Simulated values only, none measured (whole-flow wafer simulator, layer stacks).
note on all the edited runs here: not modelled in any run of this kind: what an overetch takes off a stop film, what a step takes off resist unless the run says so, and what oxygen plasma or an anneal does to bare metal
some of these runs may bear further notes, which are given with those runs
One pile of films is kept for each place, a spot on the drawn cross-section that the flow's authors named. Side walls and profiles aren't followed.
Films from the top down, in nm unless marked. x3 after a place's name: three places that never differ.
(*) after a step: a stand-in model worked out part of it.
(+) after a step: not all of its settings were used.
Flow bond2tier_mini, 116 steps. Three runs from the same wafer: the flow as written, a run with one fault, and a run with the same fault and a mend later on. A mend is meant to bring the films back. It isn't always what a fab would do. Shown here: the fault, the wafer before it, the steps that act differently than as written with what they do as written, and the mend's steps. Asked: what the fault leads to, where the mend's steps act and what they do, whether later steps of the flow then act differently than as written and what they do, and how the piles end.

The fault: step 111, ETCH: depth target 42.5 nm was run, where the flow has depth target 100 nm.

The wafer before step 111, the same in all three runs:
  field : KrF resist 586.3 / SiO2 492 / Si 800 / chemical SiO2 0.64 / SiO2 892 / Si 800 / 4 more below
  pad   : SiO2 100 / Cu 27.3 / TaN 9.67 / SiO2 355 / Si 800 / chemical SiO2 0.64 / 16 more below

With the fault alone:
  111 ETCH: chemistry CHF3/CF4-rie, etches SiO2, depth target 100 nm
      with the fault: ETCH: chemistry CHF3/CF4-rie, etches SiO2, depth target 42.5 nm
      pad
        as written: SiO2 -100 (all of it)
        with the fault: SiO2 -42.5
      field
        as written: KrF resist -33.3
        with the fault: KrF resist -14.2
  Later steps of the flow that act differently than as written:
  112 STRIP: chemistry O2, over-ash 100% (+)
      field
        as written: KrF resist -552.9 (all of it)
        with the fault: KrF resist -572.1 (all of it)
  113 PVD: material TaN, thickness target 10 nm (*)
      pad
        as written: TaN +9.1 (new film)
        with the fault: TaN +9.62 (new film)
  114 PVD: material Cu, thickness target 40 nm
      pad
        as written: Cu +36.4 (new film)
        with the fault: Cu +38.5 (new film)
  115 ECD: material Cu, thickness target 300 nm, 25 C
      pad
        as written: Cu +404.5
        with the fault: Cu +344.4
  At the end the piles differ from the flow's by more than 2% or 0.5 nm, whichever is larger, at pad.
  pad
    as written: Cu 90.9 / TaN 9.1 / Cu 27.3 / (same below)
    with the fault: Cu 32.9 / TaN 9.62 / SiO2 57.5 / Cu 27.3 / (same below)

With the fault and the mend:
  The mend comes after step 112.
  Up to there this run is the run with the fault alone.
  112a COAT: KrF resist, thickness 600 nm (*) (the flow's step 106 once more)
      field
        KrF resist +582 (new film)
      pad
        KrF resist +618.8 (new film)
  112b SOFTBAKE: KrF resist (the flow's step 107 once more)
      changes no film at any place that is followed
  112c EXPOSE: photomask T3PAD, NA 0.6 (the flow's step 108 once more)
      changes no film at any place that is followed
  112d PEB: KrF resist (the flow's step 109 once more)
      changes no film at any place that is followed
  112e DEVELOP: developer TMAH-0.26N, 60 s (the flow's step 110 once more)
      field
        KrF resist -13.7
      pad
        KrF resist -618.8 (all of it)
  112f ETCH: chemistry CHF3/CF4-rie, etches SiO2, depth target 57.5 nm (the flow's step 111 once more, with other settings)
      field
        KrF resist -19.2
      pad
        SiO2 -57.5 (all of it)
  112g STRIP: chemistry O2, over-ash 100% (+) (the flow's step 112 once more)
      field
        KrF resist -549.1 (all of it)
  No later step of the flow acts differently than as written at any place that is followed.
  At the end the piles are the same as the flow's at every place that both follow.
